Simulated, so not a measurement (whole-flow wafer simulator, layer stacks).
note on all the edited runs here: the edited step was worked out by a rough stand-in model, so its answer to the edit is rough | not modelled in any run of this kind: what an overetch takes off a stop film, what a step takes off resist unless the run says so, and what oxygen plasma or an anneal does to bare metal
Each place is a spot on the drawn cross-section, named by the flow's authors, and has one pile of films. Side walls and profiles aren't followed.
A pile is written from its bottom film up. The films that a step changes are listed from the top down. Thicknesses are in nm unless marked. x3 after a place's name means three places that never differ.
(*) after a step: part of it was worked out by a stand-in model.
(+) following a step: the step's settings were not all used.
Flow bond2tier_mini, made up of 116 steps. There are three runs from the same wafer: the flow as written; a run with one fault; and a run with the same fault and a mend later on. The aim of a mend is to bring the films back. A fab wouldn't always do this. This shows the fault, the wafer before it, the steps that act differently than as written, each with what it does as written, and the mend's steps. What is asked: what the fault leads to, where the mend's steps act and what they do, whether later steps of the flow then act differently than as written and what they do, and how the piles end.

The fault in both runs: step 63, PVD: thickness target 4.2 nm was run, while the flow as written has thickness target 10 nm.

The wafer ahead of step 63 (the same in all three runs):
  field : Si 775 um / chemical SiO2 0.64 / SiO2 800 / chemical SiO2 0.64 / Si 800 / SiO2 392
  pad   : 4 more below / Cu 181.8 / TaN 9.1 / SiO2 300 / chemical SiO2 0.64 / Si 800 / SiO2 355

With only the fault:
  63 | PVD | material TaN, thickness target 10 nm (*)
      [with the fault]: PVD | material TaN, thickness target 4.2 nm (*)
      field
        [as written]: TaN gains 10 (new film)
        [with the fault]: TaN gains 4.2 (new film)
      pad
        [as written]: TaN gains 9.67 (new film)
        [with the fault]: TaN gains 4.06 (new film)
  Steps further on in the flow that do not act as written (not shown: 1 more step that differs only slightly, by at most 2% or 0.5 nm, whichever is larger):
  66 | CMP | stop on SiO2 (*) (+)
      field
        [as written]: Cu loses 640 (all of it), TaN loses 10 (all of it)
        [with the fault]: Cu loses 640 (all of it), TaN loses 4.2 (all of it)
  By the end, the piles at pad depart from the flow's by more than 2% or 0.5 nm, whichever is larger.
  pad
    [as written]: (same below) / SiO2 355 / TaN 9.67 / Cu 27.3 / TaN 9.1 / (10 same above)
    [with the fault]: (same below) / SiO2 355 / TaN 4.06 / Cu 32.9 / TaN 9.1 / (10 same above)

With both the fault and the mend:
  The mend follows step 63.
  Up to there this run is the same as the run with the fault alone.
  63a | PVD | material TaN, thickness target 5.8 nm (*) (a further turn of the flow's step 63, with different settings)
      field
        TaN gains 5.8
      pad
        TaN gains 5.6
  Every later step of the flow that is run acts as written at every place that is followed.
  At the end the piles are close to the flow's at the places that both follow, differing by at most 2% or 0.5 nm, whichever is larger.
